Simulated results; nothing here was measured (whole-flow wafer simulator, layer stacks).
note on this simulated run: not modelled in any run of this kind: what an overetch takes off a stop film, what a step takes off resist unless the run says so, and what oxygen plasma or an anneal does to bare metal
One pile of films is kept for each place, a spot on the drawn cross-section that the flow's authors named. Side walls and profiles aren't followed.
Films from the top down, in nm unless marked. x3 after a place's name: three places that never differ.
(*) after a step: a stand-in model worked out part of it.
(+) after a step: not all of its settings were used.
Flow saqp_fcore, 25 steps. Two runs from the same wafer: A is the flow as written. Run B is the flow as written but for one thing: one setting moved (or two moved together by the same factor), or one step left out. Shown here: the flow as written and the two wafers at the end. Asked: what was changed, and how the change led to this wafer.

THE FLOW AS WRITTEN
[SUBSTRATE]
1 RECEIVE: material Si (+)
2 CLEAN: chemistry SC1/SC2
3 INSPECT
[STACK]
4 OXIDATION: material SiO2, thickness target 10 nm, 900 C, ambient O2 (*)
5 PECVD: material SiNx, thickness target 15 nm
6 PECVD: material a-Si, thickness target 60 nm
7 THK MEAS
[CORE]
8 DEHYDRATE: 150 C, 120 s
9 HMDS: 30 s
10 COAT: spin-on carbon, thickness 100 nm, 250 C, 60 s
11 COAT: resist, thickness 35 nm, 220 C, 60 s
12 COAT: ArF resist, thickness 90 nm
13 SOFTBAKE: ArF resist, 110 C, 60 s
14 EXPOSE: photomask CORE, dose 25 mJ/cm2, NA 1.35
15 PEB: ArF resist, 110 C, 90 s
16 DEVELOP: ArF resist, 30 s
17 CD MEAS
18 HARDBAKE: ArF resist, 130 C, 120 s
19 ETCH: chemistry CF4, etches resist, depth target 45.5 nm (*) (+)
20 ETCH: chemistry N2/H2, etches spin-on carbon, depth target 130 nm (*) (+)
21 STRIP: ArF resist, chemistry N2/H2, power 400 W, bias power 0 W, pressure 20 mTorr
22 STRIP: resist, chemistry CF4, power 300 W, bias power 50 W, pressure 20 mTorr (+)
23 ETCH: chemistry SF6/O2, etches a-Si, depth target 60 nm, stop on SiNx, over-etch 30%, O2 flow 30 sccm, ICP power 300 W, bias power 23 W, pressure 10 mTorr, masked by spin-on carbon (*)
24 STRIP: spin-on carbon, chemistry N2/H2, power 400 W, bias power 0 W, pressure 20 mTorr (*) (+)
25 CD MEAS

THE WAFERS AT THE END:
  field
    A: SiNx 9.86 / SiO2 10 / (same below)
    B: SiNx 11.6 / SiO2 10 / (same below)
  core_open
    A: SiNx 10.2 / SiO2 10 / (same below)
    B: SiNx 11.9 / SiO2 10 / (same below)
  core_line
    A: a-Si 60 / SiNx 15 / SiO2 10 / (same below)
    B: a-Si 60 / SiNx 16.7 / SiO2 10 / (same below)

The cause: step 5, PECVD: thickness target 16.7 nm was run, where the flow has thickness target 15 nm.
It can be read off the wafer: core_line has SiNx 16.7, and step 5 as written asks for 15 nm.

How the change led to this, step by step:
  5 PECVD: material SiNx, thickness target 15 nm
      field, core_open, core_line: A SiNx +15 (new film) | B SiNx +16.7 (new film)
